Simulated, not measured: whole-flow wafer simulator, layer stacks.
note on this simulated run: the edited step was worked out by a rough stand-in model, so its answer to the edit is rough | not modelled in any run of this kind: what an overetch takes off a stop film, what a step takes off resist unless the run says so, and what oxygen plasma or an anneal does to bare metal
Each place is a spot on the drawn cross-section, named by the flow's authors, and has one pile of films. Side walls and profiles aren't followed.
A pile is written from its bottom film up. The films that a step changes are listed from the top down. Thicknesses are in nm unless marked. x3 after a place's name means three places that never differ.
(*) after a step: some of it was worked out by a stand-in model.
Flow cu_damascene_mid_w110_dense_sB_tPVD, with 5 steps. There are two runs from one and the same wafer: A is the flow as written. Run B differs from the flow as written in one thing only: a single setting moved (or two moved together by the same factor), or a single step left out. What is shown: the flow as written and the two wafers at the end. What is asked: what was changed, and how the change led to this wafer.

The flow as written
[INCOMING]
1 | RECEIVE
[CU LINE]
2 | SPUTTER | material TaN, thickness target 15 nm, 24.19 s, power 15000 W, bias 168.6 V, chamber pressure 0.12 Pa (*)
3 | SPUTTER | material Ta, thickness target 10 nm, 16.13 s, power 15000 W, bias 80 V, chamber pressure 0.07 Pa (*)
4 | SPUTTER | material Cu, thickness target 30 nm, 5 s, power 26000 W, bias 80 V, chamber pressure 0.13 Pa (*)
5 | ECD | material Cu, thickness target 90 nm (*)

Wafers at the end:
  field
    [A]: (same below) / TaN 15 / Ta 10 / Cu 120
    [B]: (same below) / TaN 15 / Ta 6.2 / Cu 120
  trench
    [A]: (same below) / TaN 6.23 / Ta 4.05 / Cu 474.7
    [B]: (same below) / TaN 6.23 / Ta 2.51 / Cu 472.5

What caused this: step 3, SPUTTER: thickness target 6.2 nm was run, while the flow as written has thickness target 10 nm; step 3, SPUTTER: 10.08 s was run, where the flow has 16.13 s.
The wafer lets one read it off: field has Ta 6.2, and step 3 as written asks for 10 nm.

The path from the change to this, step by step:
  3 | SPUTTER | material Ta, thickness target 10 nm, 16.13 s, power 15000 W, bias 80 V, chamber pressure 0.07 Pa (*)
      field: A Ta gains 10 (new film) | B Ta gains 6.2 (new film)
      trench: A Ta gains 4.05 (new film) | B Ta gains 2.51 (new film)
